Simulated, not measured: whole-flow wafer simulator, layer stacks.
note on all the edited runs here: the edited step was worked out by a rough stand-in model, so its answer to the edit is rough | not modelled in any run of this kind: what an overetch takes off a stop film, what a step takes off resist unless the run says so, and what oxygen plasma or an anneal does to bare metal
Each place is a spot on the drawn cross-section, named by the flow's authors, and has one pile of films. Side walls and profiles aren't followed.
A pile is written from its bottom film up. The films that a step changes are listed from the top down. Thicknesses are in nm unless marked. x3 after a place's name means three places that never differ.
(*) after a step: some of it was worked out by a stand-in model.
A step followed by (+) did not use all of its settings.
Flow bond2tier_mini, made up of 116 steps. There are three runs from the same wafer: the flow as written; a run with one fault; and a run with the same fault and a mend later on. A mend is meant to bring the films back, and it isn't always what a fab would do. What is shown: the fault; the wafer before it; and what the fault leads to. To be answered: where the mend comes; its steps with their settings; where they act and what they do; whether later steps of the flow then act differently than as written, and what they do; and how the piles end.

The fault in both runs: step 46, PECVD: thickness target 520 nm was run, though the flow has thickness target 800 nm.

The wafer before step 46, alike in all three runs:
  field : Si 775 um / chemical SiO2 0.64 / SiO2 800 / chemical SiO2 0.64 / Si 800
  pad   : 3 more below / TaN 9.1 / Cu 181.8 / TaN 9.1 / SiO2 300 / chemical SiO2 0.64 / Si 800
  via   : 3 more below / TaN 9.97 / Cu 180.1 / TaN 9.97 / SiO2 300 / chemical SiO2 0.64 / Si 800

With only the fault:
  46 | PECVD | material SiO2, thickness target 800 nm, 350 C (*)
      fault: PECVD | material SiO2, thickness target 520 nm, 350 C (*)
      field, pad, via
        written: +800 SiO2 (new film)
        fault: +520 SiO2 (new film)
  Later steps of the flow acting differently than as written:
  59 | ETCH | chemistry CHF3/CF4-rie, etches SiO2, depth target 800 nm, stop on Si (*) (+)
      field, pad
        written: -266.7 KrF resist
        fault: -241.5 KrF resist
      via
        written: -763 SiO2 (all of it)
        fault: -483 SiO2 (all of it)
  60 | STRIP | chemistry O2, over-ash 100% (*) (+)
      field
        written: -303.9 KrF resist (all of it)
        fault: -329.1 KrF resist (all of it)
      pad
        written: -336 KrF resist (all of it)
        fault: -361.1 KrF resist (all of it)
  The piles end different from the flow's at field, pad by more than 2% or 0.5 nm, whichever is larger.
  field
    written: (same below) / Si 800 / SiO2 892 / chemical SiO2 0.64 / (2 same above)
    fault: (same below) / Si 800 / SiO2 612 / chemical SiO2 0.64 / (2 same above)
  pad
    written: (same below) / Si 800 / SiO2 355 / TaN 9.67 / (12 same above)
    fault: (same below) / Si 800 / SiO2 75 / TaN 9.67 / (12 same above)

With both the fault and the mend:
  After step 51 comes the mend.
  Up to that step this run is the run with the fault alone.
  51a | STRIP | chemistry O2, over-ash 100% (+)
      field
        -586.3 KrF resist (all of it)
  51b | PECVD | material SiO2, thickness target 280 nm, 350 C (*) (a further turn of the flow's step 46, with different settings)
      field, pad, via
        +280 SiO2
  51c | COAT | KrF resist, thickness 600 nm (a further turn of the flow's step 47)
      field, pad, via
        +600 KrF resist (new film)
  51d | SOFTBAKE | KrF resist (a further turn of the flow's step 48)
      does not change any film at any place that is followed
  51e | EXPOSE | photomask T2TRIM, NA 0.6 (a further turn of the flow's step 49)
      does not change any film at any place that is followed
  51f | PEB | KrF resist (a further turn of the flow's step 50)
      does not change any film at any place that is followed
  51g | DEVELOP | developer TMAH-0.26N, 60 s (a further turn of the flow's step 51)
      pad, via
        -600 KrF resist (all of it)
      field
        -13.7 KrF resist
  Later steps of the flow that are run all act as written at every place that is followed.
  By the end, the piles equal the flow's at every place that both follow.
